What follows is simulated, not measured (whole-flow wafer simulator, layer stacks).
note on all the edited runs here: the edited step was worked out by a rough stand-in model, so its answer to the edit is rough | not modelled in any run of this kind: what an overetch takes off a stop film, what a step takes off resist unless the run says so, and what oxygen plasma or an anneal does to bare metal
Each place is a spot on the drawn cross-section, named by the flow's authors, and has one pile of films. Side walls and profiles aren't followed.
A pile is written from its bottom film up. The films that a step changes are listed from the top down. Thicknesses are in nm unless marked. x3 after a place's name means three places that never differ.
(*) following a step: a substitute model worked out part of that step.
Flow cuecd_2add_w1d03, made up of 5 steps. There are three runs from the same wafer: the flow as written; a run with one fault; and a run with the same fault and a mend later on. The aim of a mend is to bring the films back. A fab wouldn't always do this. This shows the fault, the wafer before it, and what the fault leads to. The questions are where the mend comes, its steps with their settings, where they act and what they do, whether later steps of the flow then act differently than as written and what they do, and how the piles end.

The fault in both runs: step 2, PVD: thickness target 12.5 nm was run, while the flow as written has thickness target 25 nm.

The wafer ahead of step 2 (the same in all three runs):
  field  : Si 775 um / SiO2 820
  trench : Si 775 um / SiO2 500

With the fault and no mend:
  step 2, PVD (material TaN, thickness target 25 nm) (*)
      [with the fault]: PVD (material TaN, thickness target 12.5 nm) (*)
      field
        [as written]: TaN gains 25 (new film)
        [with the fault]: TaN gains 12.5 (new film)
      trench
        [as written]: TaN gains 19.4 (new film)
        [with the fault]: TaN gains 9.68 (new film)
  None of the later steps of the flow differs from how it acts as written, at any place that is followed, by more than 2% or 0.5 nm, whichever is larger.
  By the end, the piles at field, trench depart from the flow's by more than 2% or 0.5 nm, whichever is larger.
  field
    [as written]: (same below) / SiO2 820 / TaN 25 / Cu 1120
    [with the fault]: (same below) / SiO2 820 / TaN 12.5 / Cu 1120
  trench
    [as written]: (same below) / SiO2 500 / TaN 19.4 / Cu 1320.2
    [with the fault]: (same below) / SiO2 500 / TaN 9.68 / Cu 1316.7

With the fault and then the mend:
  The mend follows step 2.
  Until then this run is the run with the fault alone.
  step 2a, PVD (material TaN, thickness target 12.5 nm) (*) (a further turn of the flow's step 2, with different settings)
      field
        TaN gains 12.5
      trench
        TaN gains 9.62
  None of the later steps of the flow differs from how it acts as written, at any place that is followed, by more than 2% or 0.5 nm, whichever is larger.
  When the end is reached, the piles differ only a little from the flow's at the places that both follow, at most by 2% or 0.5 nm, whichever is larger.
